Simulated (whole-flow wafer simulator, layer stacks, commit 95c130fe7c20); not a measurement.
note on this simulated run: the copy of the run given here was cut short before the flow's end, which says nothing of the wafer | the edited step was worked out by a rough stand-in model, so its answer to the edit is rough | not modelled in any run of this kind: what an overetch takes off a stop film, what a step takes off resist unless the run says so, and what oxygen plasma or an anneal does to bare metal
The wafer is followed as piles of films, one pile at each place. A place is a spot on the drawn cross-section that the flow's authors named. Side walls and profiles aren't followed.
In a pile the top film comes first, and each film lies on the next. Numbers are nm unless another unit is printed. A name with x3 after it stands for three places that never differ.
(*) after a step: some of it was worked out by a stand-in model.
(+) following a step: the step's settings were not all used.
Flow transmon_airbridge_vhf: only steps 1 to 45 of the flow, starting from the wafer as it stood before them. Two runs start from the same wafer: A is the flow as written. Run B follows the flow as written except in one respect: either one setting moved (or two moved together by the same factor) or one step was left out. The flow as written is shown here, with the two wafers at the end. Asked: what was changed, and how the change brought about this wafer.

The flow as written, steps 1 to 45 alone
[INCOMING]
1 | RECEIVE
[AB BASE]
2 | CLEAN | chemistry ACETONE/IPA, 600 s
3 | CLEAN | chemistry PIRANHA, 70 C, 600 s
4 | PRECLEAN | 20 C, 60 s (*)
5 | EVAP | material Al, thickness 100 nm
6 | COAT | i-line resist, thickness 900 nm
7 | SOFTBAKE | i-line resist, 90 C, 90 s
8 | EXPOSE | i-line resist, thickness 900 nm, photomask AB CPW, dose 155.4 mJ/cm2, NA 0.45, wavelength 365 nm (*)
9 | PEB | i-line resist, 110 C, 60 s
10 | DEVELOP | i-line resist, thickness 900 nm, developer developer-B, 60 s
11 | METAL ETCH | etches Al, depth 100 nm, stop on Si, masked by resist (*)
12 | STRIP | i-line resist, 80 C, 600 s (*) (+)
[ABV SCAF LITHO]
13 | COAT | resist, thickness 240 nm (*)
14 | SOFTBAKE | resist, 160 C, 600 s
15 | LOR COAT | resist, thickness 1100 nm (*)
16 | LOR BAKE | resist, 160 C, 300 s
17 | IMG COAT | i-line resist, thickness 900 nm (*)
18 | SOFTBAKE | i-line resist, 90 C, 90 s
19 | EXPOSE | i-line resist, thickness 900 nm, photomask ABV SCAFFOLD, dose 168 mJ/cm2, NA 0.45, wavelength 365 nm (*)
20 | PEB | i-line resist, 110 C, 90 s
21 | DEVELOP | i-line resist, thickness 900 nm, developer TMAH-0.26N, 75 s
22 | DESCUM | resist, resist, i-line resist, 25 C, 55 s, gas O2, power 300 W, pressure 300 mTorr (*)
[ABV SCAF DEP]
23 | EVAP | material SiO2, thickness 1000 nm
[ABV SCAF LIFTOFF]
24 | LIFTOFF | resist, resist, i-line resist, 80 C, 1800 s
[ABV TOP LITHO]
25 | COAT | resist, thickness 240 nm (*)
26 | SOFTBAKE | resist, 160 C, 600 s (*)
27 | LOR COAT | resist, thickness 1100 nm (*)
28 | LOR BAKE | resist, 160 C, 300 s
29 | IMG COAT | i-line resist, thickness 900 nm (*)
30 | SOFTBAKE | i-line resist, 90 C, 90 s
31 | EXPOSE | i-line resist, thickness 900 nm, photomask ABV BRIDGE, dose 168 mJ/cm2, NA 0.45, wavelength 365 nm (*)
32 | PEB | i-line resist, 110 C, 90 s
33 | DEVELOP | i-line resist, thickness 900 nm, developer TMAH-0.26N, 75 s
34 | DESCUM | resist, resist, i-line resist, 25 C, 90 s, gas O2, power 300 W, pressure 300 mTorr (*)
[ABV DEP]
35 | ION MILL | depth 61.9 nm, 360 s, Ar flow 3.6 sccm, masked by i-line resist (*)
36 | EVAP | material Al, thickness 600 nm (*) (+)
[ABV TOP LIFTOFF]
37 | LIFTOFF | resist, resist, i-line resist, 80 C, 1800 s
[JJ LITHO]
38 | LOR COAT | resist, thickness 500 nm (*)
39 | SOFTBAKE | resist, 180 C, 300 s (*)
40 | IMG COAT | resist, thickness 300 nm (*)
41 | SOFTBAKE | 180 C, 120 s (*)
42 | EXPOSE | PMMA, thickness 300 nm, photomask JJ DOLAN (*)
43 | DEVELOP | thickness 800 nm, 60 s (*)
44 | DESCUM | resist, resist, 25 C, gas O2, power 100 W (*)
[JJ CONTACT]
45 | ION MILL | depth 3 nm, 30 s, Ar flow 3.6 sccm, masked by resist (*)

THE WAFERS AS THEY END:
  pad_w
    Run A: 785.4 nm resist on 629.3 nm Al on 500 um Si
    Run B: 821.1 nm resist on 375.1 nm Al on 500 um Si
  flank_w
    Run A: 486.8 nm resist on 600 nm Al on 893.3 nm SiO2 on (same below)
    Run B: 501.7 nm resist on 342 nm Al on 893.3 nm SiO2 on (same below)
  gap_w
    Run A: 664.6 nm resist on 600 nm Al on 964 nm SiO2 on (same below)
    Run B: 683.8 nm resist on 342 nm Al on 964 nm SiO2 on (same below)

What caused this: step 36, EVAP: thickness 342 nm was run, whereas the flow has thickness 600 nm.
The wafer lets one read it off: flank_w has Al 342, and step 36 as written asks for 600 nm.

Step by step, how the change led to this:
  36 | EVAP | material Al, thickness 600 nm (*) (+)
      field x3, jj_line, ground_far and 10 more: A Al gains 600 (new film) | B Al gains 342 (new film)
      pad_w, pad_e: A Al gains 591.2 | B Al gains 337
  37 | LIFTOFF | resist, resist, i-line resist, 80 C, 1800 s
      field x3, jj_line, trace_open_s x2: A Al loses 600 (all of it), i-line resist loses 600 (all of it), resist loses 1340 (all of it) | B Al loses 342 (all of it), i-line resist loses 600 (all of it), resist loses 1340 (all of it)
      margin_s, margin_n: A Al loses 600 (all of it), i-line resist loses 318.3 (all of it), resist loses 992 (all of it) | B Al loses 342 (all of it), i-line resist loses 318.3 (all of it), resist loses 992 (all of it)
      (also at 1 further place)
  38 | LOR COAT | resist, thickness 500 nm (*)
      pad_w, pad_e: A resist gains 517 (new film) | B resist gains 540.8 (new film)
      gap_w, gap_e: A resist gains 450.7 (new film) | B resist gains 461.2 (new film)
      (also at 4 further places)
  40 | IMG COAT | resist, thickness 300 nm (*)
      pad_w, pad_e: A resist gains 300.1 | B resist gains 312.1
      flank_w, flank_e: A resist gains 212.1 | B resist gains 220.9
      (also at 4 further places)
